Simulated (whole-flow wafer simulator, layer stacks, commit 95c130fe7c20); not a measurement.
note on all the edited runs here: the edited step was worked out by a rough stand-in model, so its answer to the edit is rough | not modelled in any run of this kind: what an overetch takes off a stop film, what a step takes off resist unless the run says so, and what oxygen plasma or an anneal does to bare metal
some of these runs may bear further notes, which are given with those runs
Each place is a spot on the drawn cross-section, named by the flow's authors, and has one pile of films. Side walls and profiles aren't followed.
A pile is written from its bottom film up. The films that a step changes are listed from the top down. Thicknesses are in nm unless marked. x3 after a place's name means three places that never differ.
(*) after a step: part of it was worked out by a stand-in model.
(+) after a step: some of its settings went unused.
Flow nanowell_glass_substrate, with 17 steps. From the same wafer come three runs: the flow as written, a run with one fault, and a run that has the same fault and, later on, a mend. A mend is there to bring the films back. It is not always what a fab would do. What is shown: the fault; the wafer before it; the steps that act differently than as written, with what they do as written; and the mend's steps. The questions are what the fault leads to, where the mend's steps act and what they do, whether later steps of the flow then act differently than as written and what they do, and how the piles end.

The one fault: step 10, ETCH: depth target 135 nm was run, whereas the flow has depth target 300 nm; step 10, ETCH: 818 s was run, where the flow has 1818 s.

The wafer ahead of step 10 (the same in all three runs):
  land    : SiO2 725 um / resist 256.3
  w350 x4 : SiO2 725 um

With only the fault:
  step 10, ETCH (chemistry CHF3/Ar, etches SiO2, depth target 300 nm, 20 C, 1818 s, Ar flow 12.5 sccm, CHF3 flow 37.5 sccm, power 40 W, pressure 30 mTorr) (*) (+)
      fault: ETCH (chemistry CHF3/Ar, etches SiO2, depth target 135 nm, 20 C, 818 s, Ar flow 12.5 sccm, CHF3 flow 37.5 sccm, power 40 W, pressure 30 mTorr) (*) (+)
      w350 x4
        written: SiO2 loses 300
        fault: SiO2 loses 135
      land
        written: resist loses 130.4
        fault: resist loses 58.7
  Steps further on in the flow that do not act as written:
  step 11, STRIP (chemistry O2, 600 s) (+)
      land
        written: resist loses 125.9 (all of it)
        fault: resist loses 197.6 (all of it)
  When the end is reached, the piles differ only a little from the flow's at the places that both follow, at most by 2% or 0.5 nm, whichever is larger.

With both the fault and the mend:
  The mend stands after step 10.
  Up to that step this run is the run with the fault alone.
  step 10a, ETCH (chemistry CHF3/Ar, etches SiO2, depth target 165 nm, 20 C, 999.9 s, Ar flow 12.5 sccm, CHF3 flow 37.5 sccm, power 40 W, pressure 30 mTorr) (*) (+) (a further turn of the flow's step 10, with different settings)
      w350 x4
        SiO2 loses 165
      land
        resist loses 71.7
  Later steps of the flow that are run all act as written at every place that is followed.
  At every place that both follow, the piles at the end match the flow's.
